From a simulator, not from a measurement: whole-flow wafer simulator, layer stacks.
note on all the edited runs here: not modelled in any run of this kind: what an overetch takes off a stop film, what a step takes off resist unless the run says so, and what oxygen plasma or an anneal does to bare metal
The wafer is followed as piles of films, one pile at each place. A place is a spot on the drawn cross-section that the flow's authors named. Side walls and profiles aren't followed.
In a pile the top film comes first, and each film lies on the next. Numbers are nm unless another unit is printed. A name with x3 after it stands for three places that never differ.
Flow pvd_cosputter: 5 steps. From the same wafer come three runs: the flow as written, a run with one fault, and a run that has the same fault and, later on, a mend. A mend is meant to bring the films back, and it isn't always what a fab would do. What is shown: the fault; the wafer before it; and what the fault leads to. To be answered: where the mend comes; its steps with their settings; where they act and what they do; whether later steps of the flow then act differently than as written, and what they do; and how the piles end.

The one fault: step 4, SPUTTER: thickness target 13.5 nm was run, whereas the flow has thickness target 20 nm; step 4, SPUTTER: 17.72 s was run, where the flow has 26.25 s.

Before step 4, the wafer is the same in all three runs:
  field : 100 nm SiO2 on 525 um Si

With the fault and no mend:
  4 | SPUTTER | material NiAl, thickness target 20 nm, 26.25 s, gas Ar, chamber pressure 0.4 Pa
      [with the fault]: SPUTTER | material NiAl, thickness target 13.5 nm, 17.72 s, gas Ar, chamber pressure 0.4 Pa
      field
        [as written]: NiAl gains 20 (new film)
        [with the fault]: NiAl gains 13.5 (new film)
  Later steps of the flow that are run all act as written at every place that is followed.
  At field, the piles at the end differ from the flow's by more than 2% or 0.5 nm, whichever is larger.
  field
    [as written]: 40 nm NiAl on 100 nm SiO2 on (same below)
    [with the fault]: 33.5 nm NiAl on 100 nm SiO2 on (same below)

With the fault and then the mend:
  The mend stands after step 4.
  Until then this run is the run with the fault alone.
  4a | SPUTTER | material NiAl, thickness target 6.5 nm, 8.531 s, gas Ar, chamber pressure 0.4 Pa (the flow's step 4 again, with other settings)
      field
        NiAl gains 6.5
  Later steps of the flow that are run all act as written at every place that is followed.
  By the end, the piles equal the flow's at every place that both follow.
